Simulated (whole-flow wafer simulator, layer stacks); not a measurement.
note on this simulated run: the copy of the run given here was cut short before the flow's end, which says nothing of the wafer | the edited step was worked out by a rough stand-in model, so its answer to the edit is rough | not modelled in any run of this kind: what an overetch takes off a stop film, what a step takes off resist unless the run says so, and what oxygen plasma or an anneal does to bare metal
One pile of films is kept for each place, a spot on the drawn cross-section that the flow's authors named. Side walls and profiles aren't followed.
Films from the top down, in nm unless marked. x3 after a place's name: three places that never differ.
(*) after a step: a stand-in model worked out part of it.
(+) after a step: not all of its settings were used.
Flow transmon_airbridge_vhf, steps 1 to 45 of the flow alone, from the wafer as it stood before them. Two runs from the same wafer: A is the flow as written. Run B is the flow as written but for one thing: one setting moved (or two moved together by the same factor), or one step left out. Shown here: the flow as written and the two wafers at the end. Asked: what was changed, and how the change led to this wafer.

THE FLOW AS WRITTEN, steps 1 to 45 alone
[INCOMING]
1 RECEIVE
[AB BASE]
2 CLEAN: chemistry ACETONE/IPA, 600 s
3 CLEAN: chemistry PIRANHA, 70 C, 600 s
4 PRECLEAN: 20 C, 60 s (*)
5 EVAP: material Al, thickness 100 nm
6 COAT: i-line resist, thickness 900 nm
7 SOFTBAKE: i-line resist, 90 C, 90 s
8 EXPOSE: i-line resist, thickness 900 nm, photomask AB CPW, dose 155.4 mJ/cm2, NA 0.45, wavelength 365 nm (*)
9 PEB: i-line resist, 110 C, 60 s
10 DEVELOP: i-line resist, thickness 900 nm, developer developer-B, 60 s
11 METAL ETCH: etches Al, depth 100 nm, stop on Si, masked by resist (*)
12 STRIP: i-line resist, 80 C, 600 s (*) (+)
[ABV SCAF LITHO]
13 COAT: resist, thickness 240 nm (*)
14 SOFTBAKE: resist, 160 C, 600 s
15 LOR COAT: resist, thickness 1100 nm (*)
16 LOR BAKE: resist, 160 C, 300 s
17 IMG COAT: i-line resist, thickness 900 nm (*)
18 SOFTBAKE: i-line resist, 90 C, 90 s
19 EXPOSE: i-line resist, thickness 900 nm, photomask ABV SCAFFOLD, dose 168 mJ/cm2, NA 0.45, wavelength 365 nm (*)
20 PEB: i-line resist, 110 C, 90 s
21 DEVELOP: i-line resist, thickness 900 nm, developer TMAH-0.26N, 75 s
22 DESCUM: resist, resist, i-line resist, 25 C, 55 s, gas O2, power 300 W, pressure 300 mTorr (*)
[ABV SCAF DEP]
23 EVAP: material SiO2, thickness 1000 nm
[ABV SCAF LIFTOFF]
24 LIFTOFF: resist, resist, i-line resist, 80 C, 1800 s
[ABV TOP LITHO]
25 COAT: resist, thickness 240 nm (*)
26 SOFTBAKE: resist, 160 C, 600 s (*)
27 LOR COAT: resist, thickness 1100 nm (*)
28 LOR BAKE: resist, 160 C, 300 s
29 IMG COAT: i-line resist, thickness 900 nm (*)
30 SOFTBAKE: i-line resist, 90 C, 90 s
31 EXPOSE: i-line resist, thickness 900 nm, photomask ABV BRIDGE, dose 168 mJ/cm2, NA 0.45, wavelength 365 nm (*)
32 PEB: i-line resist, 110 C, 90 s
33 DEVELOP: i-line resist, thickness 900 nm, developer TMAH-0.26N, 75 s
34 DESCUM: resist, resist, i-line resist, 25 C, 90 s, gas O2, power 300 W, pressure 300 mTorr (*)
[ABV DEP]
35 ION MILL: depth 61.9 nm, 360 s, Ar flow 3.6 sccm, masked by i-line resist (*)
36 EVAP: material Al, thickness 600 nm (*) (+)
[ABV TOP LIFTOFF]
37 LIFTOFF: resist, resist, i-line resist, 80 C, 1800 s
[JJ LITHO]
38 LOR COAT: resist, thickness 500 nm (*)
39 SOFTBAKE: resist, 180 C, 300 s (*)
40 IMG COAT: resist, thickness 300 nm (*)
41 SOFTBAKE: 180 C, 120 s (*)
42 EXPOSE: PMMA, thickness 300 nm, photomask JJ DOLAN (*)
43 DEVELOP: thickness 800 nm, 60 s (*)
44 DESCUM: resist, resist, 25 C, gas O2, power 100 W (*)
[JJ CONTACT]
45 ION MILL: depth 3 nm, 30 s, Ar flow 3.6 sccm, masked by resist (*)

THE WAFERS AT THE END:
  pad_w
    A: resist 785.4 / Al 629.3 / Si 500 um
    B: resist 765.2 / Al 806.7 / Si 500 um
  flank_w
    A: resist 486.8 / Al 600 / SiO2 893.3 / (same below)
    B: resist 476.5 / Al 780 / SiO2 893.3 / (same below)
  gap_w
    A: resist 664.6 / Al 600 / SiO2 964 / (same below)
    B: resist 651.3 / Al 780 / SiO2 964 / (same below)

The cause: step 36, EVAP: thickness 780 nm was run, where the flow has thickness 600 nm.
It can be read off the wafer: flank_w has Al 780, and step 36 as written asks for 600 nm.

How the change led to this, step by step:
  36 EVAP: material Al, thickness 600 nm (*) (+)
      field x3, jj_line, ground_far and 10 more: A Al +600 (new film) | B Al +780 (new film)
      pad_w, pad_e: A Al +591.2 | B Al +768.6
  37 LIFTOFF: resist, resist, i-line resist, 80 C, 1800 s
      field x3, jj_line, trace_open_s x2: A Al -600 (all of it), i-line resist -600 (all of it), resist -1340 (all of it) | B Al -780 (all of it), i-line resist -600 (all of it), resist -1340 (all of it)
      margin_s, margin_n: A Al -600 (all of it), i-line resist -318.3 (all of it), resist -992 (all of it) | B Al -780 (all of it), i-line resist -318.3 (all of it), resist -992 (all of it)
      (and at 1 more place)
  38 LOR COAT: resist, thickness 500 nm (*)
      pad_w, pad_e: A resist +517 (new film) | B resist +504 (new film)
      margin_s, margin_n: A resist +445.3 (new film) | B resist +458.7 (new film)
      (and at 1 more place)
  40 IMG COAT: resist, thickness 300 nm (*)
      pad_w, pad_e: A resist +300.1 | B resist +293
      flank_w, flank_e: A resist +212.1 | B resist +206.2
      (and at 4 more places)
